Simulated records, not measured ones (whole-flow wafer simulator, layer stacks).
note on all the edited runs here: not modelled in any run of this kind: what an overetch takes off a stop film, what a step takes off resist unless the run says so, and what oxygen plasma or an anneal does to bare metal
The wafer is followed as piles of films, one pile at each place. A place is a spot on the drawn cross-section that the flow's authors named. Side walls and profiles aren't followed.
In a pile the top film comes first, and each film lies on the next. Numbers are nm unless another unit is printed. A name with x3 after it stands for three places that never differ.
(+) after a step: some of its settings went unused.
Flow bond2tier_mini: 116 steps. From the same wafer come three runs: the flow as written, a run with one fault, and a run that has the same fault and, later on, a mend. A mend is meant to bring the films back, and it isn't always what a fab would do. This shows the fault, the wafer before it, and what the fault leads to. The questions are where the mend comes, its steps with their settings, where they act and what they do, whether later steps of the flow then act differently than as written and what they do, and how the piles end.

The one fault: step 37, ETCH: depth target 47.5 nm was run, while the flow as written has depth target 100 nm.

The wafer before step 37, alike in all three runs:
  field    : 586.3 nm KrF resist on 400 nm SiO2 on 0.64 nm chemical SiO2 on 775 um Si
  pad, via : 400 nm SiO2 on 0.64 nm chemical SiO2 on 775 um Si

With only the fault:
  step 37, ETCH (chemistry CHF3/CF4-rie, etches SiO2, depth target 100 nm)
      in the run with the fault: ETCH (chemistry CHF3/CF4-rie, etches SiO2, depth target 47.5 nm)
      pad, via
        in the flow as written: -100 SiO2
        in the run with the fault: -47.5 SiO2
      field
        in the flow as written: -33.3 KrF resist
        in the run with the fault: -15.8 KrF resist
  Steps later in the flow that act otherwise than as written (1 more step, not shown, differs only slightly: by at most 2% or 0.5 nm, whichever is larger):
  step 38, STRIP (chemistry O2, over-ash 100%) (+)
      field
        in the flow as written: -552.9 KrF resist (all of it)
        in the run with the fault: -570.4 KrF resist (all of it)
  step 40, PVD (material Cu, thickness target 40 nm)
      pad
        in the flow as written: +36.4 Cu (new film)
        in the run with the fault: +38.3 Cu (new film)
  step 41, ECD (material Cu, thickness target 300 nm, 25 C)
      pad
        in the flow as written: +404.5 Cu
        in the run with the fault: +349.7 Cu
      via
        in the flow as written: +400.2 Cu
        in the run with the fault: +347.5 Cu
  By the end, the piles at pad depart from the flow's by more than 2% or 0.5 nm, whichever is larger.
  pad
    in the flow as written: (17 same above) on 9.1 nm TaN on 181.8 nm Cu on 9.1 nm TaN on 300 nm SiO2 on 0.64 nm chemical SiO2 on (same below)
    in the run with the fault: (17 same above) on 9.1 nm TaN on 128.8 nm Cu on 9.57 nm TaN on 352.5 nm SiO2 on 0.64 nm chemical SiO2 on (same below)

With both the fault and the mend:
  After step 37 comes the mend.
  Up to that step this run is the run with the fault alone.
  step 37a, ETCH (chemistry CHF3/CF4-rie, etches SiO2, depth target 52.5 nm) (a further turn of the flow's step 37, with different settings)
      pad, via
        -52.5 SiO2
      field
        -17.5 KrF resist
  Later steps of the flow that are run all act as written at every place that is followed.
  The piles end the same as the flow's at every place that both follow.
